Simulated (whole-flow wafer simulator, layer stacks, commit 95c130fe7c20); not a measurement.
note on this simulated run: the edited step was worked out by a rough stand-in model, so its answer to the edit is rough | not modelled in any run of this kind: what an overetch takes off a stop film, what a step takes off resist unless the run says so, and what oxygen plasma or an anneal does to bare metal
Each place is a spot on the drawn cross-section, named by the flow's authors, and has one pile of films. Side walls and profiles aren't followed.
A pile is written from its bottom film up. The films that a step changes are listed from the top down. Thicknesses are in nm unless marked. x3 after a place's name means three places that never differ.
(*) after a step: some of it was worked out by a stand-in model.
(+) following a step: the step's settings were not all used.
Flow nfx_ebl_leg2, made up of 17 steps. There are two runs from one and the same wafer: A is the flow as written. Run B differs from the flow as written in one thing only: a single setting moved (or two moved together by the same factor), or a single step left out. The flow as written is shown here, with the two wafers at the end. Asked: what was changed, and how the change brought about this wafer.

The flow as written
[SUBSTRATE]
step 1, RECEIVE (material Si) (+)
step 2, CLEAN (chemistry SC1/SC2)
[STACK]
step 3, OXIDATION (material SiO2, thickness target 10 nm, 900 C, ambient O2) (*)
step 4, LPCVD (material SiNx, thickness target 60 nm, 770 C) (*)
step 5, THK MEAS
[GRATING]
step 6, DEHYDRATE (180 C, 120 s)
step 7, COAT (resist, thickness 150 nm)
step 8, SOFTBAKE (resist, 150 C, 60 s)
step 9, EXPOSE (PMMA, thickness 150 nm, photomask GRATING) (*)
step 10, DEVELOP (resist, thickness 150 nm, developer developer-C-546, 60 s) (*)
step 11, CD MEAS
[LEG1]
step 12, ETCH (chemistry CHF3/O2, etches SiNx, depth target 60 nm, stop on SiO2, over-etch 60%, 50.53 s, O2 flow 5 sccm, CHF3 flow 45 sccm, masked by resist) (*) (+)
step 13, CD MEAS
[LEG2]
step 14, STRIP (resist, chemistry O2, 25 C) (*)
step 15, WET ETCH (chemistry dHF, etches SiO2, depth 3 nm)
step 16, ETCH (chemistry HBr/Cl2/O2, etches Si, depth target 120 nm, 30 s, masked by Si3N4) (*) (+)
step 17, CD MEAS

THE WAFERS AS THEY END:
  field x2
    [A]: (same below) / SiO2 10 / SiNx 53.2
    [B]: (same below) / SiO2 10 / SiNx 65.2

Cause: step 4, LPCVD: thickness target 72 nm was run, though the flow has thickness target 60 nm.

Step by step, how the change led to this:
  step 4, LPCVD (material SiNx, thickness target 60 nm, 770 C) (*)
      field x2, pad x2: A +60 SiNx (new film) | B +72 SiNx (new film)
  step 12, ETCH (chemistry CHF3/O2, etches SiNx, depth target 60 nm, stop on SiO2, over-etch 60%, 50.53 s, O2 flow 5 sccm, CHF3 flow 45 sccm, masked by resist) (*) (+)
      pad x2: A -60 SiNx (all of it), -10 SiO2 (all of it) | B -72 SiNx (all of it), -10 SiO2 (all of it)
